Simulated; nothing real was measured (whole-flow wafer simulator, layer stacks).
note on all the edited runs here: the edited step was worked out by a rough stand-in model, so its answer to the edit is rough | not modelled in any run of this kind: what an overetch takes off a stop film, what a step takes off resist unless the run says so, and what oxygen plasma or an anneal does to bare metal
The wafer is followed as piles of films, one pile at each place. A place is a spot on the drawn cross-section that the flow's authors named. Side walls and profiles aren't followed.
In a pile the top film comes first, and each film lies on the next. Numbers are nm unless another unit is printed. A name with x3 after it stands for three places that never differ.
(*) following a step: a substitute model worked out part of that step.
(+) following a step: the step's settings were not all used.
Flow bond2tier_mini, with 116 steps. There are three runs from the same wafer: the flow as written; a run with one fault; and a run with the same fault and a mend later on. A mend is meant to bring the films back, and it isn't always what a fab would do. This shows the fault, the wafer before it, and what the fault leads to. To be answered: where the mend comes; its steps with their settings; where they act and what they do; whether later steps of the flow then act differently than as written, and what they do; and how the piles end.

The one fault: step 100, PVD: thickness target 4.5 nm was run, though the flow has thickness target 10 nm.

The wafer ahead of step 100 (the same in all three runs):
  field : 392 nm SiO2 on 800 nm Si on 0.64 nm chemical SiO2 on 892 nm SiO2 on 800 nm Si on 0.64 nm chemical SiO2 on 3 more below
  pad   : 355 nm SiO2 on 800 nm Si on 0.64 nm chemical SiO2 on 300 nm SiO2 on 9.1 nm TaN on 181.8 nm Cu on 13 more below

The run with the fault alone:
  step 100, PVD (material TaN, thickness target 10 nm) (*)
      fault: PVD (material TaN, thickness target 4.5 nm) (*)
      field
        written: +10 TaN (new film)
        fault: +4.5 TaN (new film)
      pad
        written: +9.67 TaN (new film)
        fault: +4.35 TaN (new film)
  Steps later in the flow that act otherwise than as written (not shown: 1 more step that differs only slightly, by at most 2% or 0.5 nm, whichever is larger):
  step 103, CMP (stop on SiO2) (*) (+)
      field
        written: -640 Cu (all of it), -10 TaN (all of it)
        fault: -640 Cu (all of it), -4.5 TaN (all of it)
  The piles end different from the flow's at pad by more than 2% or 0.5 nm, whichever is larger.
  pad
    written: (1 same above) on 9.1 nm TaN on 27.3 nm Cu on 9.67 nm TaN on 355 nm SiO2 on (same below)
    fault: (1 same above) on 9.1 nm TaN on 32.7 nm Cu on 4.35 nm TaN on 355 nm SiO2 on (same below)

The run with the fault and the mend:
  The mend stands after step 100.
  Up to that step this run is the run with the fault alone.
  step 100a, PVD (material TaN, thickness target 5.5 nm) (*) (the flow's step 100 again, with other settings)
      field
        +5.5 TaN
      pad
        +5.31 TaN
  Later steps of the flow that are run all act as written at every place that is followed.
  The piles end only slightly different from the flow's at the places that both follow, by no more than 2% or 0.5 nm, whichever is larger.
